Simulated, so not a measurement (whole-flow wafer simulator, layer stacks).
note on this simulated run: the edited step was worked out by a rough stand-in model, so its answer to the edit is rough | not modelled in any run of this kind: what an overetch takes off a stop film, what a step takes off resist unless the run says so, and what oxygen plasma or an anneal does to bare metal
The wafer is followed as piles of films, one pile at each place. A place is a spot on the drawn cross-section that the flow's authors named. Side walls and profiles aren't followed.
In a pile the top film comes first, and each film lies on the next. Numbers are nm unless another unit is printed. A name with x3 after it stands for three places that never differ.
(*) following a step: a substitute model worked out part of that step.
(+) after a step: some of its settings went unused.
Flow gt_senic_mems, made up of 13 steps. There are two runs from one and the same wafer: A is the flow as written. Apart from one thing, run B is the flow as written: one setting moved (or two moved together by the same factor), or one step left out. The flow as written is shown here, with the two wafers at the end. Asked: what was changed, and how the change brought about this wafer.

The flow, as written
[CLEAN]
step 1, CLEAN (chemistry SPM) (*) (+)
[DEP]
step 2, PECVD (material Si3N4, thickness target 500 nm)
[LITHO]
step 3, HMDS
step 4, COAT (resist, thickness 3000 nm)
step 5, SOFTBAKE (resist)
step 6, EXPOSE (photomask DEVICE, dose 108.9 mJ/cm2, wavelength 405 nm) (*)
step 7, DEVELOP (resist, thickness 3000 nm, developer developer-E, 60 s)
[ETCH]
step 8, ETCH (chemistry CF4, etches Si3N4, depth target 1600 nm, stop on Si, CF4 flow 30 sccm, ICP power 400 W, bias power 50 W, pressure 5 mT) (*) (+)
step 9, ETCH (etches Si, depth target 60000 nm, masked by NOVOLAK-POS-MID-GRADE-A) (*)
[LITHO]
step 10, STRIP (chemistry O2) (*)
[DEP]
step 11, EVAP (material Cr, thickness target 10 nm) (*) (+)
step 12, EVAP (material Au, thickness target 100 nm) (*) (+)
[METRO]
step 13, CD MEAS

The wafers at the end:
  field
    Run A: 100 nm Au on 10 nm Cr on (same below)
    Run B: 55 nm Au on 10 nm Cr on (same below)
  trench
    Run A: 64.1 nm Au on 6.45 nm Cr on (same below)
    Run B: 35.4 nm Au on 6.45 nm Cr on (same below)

The reason: step 12, EVAP: thickness target 55 nm was run, whereas the flow has thickness target 100 nm.
The wafer lets one read it off: field has Au 55, and step 12 as written asks for 100 nm.

How this came from the change, step by step:
  step 12, EVAP (material Au, thickness target 100 nm) (*) (+)
      field: A Au gains 100 (new film) | B Au gains 55 (new film)
      trench: A Au gains 64.1 (new film) | B Au gains 35.4 (new film)
